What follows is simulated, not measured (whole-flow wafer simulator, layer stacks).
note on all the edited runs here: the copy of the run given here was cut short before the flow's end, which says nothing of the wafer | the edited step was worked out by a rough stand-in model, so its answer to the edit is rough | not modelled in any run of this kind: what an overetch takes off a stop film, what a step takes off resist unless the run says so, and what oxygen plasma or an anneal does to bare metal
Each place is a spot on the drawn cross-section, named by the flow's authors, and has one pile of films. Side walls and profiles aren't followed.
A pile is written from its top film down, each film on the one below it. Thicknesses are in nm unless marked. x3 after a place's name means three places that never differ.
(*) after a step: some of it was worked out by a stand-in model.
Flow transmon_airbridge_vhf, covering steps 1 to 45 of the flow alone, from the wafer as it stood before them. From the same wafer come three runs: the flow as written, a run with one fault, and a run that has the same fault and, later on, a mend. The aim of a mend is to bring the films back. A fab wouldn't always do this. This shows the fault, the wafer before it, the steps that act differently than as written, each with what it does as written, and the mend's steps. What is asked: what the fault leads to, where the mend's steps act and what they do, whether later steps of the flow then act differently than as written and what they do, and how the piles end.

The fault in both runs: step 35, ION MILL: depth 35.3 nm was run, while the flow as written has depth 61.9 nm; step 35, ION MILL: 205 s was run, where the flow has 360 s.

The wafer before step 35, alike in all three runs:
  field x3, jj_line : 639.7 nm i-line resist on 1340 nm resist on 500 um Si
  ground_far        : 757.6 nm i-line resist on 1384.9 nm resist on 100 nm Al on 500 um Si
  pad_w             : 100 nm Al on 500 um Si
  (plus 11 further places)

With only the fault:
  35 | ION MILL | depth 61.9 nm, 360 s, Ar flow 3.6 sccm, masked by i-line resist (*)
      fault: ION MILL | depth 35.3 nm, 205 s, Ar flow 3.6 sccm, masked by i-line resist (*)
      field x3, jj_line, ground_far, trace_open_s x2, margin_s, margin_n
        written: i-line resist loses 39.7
        fault: i-line resist loses 22.6
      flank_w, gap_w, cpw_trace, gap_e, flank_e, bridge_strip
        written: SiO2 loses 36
        fault: SiO2 loses 20.5
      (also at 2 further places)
  Steps later in the flow that act otherwise than as written (3 more steps, not shown, differ only slightly: by at most 2% or 0.5 nm, whichever is larger):
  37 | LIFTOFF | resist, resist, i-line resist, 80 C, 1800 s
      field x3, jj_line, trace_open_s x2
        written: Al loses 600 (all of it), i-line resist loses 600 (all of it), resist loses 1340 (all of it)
        fault: Al loses 600 (all of it), i-line resist loses 617.1 (all of it), resist loses 1340 (all of it)
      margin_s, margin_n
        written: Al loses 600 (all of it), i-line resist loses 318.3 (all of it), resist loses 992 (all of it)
        fault: Al loses 600 (all of it), i-line resist loses 335.4 (all of it), resist loses 992 (all of it)
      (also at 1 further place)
  At pad_w, pad_e, the piles at the end differ from the flow's by more than 2% or 0.5 nm, whichever is larger.
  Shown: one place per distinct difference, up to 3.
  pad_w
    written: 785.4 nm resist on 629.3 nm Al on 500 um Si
    fault: 781.1 nm resist on 656.1 nm Al on 500 um Si

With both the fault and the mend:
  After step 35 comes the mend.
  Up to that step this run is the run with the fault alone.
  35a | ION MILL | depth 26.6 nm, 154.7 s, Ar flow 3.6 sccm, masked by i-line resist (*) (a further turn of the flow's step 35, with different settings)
      field x3, jj_line, ground_far, trace_open_s x2, margin_s, margin_n
        i-line resist loses 17.1
      flank_w, gap_w, cpw_trace, gap_e, flank_e, bridge_strip
        SiO2 loses 15.5
      pad_w, pad_e
        Al loses 26.6
  Every later step of the flow that is run acts as written at every place that is followed.
  The piles end only slightly different from the flow's at the places that both follow, by no more than 2% or 0.5 nm, whichever is larger.
